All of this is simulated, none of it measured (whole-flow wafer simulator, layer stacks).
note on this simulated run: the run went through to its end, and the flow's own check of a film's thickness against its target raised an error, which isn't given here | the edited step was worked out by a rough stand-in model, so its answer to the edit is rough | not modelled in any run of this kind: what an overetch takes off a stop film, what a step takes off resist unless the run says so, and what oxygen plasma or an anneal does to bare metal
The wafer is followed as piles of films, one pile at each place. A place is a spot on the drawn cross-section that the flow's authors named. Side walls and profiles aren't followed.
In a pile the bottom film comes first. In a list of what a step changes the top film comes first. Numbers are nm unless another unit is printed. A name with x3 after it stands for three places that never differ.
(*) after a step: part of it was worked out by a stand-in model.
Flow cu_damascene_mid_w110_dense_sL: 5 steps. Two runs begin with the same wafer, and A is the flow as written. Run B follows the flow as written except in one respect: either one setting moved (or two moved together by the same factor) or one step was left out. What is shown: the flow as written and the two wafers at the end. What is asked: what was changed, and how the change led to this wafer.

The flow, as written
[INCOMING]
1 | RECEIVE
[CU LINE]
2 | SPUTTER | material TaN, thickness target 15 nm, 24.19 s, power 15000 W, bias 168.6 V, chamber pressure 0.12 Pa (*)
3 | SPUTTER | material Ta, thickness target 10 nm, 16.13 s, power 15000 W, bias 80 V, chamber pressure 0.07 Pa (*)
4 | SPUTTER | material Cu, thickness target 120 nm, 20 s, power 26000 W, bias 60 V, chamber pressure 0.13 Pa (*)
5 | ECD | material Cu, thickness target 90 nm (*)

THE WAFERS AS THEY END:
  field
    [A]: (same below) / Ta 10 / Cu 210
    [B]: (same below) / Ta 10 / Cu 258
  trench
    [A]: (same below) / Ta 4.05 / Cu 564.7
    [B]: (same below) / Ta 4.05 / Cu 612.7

The reason: step 4, SPUTTER: thickness target 168 nm was run, though the flow has thickness target 120 nm; step 4, SPUTTER: 28 s was run, where the flow has 20 s.

The path from the change to this, step by step:
  4 | SPUTTER | material Cu, thickness target 120 nm, 20 s, power 26000 W, bias 60 V, chamber pressure 0.13 Pa (*)
      field: A +120 Cu (new film) | B +168 Cu (new film)
      trench: A +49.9 Cu (new film) | B +69.9 Cu (new film)
  5 | ECD | material Cu, thickness target 90 nm (*)
      trench: A +514.8 Cu | B +542.8 Cu
